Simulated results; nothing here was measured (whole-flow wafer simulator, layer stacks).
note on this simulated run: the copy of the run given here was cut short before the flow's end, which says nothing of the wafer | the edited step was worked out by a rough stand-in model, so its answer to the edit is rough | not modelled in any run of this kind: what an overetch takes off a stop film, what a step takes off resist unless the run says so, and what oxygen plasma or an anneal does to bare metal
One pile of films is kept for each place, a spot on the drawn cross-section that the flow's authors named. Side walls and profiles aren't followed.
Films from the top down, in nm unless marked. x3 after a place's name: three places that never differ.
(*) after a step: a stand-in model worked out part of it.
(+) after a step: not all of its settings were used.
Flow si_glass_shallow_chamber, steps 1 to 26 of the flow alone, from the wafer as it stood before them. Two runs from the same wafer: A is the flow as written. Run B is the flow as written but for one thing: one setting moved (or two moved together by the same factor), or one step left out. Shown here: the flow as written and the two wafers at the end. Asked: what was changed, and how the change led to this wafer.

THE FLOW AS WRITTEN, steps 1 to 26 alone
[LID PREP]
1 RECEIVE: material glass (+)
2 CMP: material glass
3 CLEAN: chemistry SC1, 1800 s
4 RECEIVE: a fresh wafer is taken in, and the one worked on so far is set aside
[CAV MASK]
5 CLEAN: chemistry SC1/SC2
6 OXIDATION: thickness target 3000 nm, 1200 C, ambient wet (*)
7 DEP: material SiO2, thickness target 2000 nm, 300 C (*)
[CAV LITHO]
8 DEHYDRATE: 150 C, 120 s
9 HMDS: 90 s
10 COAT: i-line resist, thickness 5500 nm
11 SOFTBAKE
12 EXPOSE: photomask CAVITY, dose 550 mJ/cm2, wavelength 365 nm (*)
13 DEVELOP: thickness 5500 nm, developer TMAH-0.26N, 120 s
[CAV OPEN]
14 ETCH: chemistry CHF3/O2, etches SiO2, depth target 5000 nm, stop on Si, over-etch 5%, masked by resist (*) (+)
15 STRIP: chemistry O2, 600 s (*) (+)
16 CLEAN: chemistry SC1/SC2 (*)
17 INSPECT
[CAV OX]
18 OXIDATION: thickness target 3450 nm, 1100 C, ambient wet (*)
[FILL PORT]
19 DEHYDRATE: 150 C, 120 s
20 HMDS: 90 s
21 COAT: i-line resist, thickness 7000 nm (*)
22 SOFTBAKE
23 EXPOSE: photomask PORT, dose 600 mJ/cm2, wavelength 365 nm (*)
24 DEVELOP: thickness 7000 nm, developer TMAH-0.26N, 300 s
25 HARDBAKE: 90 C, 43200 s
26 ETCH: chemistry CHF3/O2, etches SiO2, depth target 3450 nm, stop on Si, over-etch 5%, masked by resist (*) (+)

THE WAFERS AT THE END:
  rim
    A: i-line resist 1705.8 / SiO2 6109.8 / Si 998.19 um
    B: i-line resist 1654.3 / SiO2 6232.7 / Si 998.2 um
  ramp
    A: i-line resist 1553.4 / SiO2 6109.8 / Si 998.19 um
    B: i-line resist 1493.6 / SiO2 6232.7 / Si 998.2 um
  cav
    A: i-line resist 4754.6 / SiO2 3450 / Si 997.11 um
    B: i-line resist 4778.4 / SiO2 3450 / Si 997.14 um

The cause: step 7, DEP: thickness target 2149 nm was run, where the flow has thickness target 2000 nm.

How the change led to this, step by step:
  7 DEP: material SiO2, thickness target 2000 nm, 300 C (*)
      rim, ramp, cav, port, septum, ring: A SiO2 +2000 | B SiO2 +2149
  14 ETCH: chemistry CHF3/O2, etches SiO2, depth target 5000 nm, stop on Si, over-etch 5%, masked by resist (*) (+)
      cav, port: A SiO2 -5000 (all of it), Si -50 | B SiO2 -5149 (all of it), Si -20.2
  18 OXIDATION: thickness target 3450 nm, 1100 C, ambient wet (*)
      rim, ramp, septum, ring: A SiO2 +1109.8, Si -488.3 | B SiO2 +1083.7, Si -476.8
  22 SOFTBAKE
      rim: A i-line resist -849 | B i-line resist -866.4
      ramp: A i-line resist -434.5 | B i-line resist -446.8
      (and at 1 more place)
  25 HARDBAKE: 90 C, 43200 s
      rim: A i-line resist -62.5 | B i-line resist -60.6
      ramp: A i-line resist -57.1 | B i-line resist -55
